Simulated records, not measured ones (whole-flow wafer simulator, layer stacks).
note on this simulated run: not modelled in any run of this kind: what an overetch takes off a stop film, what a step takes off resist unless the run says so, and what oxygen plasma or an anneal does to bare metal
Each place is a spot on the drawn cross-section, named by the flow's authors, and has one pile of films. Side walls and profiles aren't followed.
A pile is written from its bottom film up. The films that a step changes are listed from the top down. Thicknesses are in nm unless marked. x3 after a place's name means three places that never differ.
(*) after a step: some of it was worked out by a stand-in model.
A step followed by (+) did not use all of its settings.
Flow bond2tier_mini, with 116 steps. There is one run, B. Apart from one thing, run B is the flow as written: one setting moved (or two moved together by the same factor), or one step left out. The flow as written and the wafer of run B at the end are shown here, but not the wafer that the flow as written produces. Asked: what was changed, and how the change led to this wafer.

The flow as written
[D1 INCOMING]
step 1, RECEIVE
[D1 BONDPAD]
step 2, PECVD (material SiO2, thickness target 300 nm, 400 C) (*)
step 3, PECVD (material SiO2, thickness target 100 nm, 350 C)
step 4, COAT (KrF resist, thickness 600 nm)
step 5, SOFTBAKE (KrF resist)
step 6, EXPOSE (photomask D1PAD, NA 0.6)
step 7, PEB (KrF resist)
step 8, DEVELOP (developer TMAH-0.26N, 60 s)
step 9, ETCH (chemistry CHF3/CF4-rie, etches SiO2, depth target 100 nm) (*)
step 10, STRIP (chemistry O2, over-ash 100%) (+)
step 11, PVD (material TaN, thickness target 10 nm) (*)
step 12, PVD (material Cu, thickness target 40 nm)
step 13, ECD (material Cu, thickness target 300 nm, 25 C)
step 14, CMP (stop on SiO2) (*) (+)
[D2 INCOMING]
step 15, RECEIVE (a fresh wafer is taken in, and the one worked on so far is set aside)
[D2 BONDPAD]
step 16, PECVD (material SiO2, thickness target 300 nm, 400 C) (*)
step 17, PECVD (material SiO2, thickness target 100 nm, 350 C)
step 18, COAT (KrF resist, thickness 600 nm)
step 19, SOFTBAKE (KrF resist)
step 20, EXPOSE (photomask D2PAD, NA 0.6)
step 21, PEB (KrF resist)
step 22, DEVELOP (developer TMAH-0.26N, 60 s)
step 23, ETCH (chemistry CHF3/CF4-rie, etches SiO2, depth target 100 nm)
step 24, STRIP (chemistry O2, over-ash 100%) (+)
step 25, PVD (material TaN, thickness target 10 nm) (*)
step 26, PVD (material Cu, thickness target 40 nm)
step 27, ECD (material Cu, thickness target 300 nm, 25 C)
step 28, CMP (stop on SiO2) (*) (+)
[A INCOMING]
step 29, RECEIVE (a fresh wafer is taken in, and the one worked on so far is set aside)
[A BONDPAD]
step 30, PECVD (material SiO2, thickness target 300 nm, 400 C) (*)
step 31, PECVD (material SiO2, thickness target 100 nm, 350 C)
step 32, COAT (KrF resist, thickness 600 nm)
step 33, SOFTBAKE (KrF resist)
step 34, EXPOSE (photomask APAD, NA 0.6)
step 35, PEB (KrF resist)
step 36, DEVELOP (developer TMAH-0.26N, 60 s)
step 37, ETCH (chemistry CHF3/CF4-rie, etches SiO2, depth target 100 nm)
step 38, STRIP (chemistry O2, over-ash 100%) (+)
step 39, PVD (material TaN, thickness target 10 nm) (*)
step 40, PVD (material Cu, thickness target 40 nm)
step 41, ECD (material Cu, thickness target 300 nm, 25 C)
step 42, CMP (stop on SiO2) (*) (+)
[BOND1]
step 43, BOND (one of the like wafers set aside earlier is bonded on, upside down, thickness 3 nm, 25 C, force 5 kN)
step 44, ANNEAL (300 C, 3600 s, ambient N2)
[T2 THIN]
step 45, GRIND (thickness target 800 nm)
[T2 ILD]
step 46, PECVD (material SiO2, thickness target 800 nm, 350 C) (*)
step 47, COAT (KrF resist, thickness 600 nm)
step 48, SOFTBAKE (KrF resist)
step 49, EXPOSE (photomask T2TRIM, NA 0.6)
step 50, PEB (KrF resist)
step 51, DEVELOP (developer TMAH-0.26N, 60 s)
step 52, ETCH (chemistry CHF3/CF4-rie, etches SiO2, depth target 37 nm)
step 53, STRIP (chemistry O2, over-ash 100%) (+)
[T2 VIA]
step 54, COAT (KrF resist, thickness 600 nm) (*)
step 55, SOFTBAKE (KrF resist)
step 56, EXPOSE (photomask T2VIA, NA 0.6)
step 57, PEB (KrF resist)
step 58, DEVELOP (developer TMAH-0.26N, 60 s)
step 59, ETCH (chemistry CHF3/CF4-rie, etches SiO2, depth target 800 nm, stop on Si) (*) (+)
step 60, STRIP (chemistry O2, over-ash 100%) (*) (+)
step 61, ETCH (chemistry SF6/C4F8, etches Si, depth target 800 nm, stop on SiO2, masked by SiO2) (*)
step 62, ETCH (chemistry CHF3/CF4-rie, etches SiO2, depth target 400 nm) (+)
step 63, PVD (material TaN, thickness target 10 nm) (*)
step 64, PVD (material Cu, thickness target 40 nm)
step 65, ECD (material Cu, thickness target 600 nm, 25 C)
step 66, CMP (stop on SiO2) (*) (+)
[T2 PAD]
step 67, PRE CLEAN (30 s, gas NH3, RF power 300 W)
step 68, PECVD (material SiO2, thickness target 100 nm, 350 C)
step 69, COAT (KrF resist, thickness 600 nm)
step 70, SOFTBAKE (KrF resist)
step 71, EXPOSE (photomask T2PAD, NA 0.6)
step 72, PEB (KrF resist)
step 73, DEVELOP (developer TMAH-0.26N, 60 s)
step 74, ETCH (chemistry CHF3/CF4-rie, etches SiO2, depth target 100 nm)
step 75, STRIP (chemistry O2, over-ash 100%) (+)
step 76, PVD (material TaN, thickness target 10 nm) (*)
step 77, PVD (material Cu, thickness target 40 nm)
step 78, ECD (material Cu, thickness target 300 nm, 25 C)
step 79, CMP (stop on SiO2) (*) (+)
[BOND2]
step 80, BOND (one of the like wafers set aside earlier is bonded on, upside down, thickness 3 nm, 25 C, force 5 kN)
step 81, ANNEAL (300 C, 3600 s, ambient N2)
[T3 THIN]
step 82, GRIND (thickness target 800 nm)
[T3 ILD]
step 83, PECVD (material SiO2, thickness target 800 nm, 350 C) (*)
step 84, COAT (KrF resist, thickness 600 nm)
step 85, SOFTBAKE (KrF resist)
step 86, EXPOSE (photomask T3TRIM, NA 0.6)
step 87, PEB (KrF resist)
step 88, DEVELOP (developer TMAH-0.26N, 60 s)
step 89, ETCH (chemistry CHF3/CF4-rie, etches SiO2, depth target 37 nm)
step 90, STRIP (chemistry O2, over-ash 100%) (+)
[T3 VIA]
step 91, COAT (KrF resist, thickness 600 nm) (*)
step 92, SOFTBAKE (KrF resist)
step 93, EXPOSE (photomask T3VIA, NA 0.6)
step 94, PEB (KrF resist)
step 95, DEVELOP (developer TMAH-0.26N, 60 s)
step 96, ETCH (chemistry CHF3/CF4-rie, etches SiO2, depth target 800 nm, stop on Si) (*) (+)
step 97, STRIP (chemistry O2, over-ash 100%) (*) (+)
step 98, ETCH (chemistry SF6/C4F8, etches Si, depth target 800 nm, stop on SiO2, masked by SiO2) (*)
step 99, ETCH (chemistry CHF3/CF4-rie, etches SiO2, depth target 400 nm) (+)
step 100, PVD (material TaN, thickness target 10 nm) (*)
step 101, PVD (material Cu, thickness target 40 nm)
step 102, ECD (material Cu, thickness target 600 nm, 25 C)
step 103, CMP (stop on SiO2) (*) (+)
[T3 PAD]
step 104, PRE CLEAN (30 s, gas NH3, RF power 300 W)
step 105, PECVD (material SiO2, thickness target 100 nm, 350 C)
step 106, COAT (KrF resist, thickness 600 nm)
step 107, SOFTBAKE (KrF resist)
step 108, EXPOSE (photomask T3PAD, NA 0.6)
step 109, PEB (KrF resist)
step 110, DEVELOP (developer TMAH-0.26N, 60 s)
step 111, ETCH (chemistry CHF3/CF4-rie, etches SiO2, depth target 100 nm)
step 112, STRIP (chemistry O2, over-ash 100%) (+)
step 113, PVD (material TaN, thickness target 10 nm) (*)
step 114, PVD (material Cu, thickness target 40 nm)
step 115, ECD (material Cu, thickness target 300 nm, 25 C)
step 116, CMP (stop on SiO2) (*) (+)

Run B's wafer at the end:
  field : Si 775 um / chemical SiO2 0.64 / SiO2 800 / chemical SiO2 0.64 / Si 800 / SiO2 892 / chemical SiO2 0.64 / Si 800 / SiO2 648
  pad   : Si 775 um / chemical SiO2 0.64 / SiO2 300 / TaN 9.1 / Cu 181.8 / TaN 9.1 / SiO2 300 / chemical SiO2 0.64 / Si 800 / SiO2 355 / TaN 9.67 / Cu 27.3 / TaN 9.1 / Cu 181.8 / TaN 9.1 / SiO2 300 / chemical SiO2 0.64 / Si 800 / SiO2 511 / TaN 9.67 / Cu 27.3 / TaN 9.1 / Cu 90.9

The reason: step 99, ETCH: depth target 244 nm was run, while the flow as written has depth target 400 nm.

Step by step, how the change led to this:
  step 99, ETCH (chemistry CHF3/CF4-rie, etches SiO2, depth target 400 nm) (+)
      field, pad: SiO2 loses 244 (in the flow as written it would be: SiO2 loses 400)
